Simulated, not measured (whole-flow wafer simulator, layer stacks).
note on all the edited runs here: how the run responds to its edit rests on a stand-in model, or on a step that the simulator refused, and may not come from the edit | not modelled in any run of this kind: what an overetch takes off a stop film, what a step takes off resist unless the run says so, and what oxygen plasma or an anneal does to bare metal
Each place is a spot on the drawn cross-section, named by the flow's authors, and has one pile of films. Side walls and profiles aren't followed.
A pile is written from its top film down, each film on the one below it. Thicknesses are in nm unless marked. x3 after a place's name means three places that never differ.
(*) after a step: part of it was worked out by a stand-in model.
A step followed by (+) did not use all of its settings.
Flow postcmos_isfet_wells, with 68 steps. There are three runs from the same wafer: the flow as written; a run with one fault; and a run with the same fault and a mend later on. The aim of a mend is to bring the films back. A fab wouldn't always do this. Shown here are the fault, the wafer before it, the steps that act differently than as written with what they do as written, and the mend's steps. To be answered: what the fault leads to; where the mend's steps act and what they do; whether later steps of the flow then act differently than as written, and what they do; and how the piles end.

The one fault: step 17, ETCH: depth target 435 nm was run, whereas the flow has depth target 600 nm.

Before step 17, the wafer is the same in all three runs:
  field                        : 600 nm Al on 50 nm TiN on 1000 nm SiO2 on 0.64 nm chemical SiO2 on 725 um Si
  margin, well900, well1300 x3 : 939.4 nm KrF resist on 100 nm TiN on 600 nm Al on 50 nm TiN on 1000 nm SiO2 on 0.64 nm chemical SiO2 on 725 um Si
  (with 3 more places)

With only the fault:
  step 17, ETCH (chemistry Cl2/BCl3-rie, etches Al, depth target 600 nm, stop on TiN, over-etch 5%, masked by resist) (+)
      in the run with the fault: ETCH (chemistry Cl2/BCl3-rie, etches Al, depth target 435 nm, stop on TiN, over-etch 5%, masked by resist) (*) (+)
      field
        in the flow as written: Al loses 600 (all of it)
        in the run with the fault: Al loses 435
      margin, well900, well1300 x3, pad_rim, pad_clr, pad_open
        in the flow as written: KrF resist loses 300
        in the run with the fault: KrF resist loses 217.5
  Steps further on in the flow that do not act as written:
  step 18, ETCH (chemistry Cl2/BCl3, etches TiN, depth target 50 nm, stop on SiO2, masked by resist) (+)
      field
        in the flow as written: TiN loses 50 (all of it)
        in the run with the fault: Al loses 50
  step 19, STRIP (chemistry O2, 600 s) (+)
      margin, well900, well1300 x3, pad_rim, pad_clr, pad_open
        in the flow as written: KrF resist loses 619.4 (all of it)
        in the run with the fault: KrF resist loses 701.9 (all of it)
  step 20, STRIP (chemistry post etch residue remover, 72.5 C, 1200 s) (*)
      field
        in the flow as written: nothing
        in the run with the fault: Al loses 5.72
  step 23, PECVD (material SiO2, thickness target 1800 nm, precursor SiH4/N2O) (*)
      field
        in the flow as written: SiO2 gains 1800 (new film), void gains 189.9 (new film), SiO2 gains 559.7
        in the run with the fault: SiO2 gains 2390.3 (new film)
  At field, the piles at the end differ from the flow's by more than 2% or 0.5 nm, whichever is larger.
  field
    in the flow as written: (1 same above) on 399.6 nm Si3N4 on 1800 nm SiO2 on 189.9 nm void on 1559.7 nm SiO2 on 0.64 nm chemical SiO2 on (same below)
    in the run with the fault: (1 same above) on 399.6 nm Si3N4 on 2390.3 nm SiO2 on 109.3 nm Al on 50 nm TiN on 1000 nm SiO2 on 0.64 nm chemical SiO2 on (same below)

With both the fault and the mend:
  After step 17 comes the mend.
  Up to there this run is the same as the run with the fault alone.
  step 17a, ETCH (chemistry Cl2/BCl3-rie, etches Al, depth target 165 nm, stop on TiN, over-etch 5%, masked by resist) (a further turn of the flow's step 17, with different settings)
      margin, well900, well1300 x3, pad_rim, pad_clr, pad_open
        KrF resist loses 82.5
      field
        Al loses 165 (all of it)
  None of the later steps of the flow acts differently than as written at any place that is followed.
  The piles end the same as the flow's at every place that both follow.
